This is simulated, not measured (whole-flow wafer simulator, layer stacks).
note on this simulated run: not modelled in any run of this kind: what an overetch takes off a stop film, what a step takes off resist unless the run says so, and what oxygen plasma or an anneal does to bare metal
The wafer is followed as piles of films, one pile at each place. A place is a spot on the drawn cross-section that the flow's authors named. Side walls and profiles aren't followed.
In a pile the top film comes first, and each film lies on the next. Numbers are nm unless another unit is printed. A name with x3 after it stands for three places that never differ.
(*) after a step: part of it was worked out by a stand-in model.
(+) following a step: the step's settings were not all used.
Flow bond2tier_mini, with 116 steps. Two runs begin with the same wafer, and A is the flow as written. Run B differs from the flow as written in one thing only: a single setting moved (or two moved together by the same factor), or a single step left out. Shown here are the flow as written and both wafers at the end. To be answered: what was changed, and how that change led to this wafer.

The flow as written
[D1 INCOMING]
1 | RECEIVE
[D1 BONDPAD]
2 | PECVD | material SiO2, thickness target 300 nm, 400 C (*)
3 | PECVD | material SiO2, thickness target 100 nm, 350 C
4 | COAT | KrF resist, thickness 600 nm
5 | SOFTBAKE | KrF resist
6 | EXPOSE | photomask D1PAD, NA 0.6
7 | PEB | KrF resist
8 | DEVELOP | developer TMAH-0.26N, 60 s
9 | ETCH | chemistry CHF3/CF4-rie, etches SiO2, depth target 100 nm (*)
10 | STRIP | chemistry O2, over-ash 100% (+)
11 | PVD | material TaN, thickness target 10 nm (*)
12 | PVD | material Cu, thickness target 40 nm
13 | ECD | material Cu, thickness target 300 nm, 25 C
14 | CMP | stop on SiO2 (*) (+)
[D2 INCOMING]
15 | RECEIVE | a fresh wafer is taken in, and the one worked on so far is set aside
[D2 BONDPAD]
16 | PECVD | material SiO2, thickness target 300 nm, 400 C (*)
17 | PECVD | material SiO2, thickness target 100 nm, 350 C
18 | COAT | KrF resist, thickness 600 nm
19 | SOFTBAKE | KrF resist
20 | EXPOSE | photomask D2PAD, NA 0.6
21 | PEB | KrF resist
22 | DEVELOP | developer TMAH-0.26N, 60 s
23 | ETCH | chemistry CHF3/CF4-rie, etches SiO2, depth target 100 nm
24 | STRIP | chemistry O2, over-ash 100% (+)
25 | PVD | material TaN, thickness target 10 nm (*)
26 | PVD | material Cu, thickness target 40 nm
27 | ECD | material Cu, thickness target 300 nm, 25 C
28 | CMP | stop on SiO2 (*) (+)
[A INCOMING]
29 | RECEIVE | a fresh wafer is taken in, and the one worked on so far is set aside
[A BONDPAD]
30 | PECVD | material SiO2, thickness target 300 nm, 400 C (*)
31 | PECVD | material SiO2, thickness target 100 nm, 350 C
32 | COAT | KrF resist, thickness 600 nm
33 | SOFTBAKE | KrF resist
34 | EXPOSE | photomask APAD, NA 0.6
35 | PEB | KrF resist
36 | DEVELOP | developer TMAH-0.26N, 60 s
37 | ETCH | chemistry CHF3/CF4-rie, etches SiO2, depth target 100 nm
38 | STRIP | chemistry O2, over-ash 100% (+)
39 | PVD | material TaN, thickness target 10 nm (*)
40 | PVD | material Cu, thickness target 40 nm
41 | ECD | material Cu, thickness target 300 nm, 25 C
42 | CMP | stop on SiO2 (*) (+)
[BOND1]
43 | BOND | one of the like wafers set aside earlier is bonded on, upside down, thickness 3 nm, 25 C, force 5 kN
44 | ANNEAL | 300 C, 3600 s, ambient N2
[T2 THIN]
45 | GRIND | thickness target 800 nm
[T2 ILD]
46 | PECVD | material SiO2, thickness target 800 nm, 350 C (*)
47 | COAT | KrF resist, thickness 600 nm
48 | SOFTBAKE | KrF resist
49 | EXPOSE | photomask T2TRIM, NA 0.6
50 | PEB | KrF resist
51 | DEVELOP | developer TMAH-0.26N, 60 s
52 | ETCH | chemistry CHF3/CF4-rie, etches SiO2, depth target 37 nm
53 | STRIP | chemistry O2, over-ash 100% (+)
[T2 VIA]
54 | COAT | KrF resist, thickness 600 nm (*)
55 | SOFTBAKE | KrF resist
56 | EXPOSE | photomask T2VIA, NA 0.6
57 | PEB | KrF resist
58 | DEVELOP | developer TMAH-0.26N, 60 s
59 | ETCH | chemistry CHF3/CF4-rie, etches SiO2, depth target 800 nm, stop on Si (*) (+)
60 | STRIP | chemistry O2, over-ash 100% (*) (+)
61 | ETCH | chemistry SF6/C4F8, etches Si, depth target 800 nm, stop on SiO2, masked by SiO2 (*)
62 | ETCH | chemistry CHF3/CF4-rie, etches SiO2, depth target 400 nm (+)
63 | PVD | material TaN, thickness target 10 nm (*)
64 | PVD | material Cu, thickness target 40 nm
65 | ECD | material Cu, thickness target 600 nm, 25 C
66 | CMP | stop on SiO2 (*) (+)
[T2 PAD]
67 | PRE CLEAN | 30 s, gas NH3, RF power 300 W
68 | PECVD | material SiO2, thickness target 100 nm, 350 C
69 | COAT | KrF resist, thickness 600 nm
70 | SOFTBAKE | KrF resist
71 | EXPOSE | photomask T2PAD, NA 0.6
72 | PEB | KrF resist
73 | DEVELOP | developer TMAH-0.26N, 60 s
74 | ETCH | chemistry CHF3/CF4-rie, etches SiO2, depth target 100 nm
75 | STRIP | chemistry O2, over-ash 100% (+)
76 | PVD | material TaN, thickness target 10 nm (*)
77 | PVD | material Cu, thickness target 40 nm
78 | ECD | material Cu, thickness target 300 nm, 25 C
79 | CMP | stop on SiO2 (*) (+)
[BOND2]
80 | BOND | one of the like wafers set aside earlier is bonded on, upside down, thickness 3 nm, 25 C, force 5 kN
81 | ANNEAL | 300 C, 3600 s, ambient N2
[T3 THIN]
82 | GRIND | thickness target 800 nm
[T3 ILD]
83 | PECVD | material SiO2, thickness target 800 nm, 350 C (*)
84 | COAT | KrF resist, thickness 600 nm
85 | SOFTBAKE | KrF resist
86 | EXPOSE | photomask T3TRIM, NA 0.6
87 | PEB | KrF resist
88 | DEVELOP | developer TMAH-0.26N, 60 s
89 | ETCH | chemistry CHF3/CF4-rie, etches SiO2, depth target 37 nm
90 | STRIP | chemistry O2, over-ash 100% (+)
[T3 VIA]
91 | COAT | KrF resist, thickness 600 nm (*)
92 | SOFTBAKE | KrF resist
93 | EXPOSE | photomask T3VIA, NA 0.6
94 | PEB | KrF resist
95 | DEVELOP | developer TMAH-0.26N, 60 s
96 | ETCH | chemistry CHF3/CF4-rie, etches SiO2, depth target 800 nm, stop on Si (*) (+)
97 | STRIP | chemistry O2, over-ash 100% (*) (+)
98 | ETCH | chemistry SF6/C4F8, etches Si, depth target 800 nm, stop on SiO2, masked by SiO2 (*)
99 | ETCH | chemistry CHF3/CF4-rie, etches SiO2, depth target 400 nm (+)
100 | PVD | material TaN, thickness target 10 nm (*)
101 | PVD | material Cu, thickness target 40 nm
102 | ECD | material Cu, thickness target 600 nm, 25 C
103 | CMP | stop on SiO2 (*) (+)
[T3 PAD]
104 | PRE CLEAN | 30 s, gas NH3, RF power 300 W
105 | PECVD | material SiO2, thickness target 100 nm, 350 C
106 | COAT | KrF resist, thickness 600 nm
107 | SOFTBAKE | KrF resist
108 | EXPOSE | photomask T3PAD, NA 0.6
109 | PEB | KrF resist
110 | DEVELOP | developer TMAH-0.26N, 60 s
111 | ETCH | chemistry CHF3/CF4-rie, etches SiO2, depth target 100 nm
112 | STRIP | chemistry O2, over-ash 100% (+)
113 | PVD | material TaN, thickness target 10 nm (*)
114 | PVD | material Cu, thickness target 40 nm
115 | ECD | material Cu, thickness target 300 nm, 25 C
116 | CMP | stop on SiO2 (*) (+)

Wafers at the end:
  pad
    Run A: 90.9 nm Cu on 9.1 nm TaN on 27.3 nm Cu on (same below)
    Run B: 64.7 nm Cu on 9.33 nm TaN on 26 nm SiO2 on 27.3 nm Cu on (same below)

What caused this: step 111, ETCH: depth target 74 nm was run, whereas the flow has depth target 100 nm.

Step by step, how the change led to this:
  111 | ETCH | chemistry CHF3/CF4-rie, etches SiO2, depth target 100 nm
      pad: A SiO2 loses 100 (all of it) | B SiO2 loses 74
      field: A KrF resist loses 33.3 | B KrF resist loses 24.7
  114 | PVD | material Cu, thickness target 40 nm
      pad: A Cu gains 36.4 (new film) | B Cu gains 37.3 (new film)
  115 | ECD | material Cu, thickness target 300 nm, 25 C
      pad: A Cu gains 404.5 | B Cu gains 377.3
With metal films that touch counted as one body, pad has 4 bodies (between them, from the top down: SiO2 26; SiO2 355 / Si 800 / chemical SiO2 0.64 / SiO2 300; SiO2 355 / Si 800 / chemical SiO2 0.64 / SiO2 300); the flow as written gives 3 bodies (between them, from the top down: SiO2 355 / Si 800 / chemical SiO2 0.64 / SiO2 300; SiO2 355 / Si 800 / chemical SiO2 0.64 / SiO2 300).
